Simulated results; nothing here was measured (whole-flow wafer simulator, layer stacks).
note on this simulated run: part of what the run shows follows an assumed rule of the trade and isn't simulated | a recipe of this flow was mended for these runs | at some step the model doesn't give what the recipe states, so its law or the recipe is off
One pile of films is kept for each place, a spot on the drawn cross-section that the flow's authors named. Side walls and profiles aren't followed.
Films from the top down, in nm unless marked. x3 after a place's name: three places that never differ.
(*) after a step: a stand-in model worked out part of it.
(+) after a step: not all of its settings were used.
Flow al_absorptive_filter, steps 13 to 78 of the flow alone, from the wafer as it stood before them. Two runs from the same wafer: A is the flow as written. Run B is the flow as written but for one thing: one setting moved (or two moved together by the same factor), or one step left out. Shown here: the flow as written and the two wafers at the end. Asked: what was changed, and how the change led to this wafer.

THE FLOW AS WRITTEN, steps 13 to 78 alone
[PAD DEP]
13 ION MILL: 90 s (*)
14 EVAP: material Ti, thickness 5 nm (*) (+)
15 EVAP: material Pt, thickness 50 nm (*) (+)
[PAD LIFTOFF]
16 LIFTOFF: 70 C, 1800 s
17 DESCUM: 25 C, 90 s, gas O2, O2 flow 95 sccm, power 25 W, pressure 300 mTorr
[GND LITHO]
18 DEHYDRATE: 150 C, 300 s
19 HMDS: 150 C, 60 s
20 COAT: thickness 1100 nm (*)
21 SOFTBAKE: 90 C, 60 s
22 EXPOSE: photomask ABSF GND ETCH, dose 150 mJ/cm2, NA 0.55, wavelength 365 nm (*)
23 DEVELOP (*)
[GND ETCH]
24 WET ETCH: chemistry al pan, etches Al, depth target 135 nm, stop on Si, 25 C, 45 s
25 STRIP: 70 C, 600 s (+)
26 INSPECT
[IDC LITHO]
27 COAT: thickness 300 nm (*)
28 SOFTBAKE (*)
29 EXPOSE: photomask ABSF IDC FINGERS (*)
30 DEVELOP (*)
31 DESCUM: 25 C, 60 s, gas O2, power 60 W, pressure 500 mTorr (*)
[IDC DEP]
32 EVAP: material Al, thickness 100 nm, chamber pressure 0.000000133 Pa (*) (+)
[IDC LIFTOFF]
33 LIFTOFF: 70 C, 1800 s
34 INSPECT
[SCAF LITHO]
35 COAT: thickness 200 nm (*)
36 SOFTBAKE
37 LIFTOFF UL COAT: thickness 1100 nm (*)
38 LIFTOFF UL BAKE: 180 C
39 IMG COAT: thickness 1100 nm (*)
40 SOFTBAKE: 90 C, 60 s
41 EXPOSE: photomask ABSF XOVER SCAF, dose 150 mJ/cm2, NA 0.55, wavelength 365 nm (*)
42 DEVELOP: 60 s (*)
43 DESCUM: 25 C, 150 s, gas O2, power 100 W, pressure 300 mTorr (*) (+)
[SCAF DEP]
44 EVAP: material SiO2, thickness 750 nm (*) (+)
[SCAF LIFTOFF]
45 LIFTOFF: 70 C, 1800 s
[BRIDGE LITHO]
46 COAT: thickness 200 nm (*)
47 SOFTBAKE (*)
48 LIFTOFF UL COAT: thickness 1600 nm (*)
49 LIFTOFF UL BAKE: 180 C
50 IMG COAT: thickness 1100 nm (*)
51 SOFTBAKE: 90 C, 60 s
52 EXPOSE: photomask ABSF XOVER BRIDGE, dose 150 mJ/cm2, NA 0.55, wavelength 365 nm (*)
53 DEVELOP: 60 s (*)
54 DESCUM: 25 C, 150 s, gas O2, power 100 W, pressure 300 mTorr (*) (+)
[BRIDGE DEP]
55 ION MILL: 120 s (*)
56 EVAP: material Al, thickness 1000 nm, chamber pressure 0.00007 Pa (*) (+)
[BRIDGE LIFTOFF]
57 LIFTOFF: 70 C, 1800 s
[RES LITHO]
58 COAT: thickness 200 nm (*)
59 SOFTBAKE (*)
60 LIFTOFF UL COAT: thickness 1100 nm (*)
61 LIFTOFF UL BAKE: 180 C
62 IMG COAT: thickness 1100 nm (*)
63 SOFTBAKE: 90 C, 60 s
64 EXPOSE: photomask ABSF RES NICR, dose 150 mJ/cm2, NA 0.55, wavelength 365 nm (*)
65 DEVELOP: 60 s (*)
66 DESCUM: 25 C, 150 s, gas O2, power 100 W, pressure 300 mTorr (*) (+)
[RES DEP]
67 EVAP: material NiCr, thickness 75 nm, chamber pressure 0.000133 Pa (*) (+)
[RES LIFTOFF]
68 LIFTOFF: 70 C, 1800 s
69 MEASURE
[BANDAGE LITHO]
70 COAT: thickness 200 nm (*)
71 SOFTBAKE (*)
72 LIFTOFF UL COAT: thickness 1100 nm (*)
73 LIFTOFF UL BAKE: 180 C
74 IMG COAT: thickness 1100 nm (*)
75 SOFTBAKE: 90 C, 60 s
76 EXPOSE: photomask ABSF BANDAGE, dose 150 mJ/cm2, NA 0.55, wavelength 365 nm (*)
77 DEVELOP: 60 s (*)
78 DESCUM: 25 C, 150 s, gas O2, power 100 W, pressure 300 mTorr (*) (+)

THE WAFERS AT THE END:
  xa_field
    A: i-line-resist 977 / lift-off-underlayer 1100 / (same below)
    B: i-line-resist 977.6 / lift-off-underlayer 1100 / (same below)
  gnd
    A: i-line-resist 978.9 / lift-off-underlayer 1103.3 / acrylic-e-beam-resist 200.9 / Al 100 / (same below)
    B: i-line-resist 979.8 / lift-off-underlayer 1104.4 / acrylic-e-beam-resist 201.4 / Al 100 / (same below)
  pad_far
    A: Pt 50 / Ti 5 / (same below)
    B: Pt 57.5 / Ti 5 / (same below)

The cause: step 15, EVAP: thickness 57.5 nm was run, where the flow has thickness 50 nm.
It can be read off the wafer: pad_far has Pt 57.5, and step 15 as written asks for 50 nm.

How the change led to this, step by step:
  15 EVAP: material Pt, thickness 50 nm (*) (+)
      gnd, pad_far, pad_near and 11 more: A Pt +50 (new film) | B Pt +57.5 (new film)
  16 LIFTOFF: 70 C, 1800 s
      gnd, ledge, res and 9 more: A Pt -50 (all of it), Ti -5 (all of it), i-line-resist -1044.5 (all of it), lift-off-underlayer -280 (all of it) | B Pt -57.5 (all of it), Ti -5 (all of it), i-line-resist -1044.5 (all of it), lift-off-underlayer -280 (all of it)
